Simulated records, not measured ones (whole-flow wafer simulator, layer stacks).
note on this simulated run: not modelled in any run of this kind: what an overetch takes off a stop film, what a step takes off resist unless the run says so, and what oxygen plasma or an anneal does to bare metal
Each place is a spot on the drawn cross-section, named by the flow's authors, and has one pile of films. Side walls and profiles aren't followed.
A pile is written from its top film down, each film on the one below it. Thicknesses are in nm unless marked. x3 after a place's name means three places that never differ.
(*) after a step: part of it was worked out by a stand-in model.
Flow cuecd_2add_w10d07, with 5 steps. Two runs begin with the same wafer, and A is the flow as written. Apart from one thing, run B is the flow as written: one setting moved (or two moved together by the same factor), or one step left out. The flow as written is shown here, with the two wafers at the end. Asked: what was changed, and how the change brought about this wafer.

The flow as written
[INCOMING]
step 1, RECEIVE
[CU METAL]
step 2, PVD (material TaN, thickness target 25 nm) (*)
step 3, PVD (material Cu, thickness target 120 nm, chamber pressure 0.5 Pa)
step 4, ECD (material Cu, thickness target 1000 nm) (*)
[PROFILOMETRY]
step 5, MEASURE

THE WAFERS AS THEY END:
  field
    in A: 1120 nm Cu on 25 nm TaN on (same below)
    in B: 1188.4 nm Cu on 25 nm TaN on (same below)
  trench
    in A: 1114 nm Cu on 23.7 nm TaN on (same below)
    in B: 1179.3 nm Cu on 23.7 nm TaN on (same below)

Cause: step 3, PVD: thickness target 188.4 nm was run, though the flow has thickness target 120 nm.

The path from the change to this, step by step:
  step 3, PVD (material Cu, thickness target 120 nm, chamber pressure 0.5 Pa)
      field: A Cu gains 120 (new film) | B Cu gains 188.4 (new film)
      trench: A Cu gains 114 (new film) | B Cu gains 179.3 (new film)
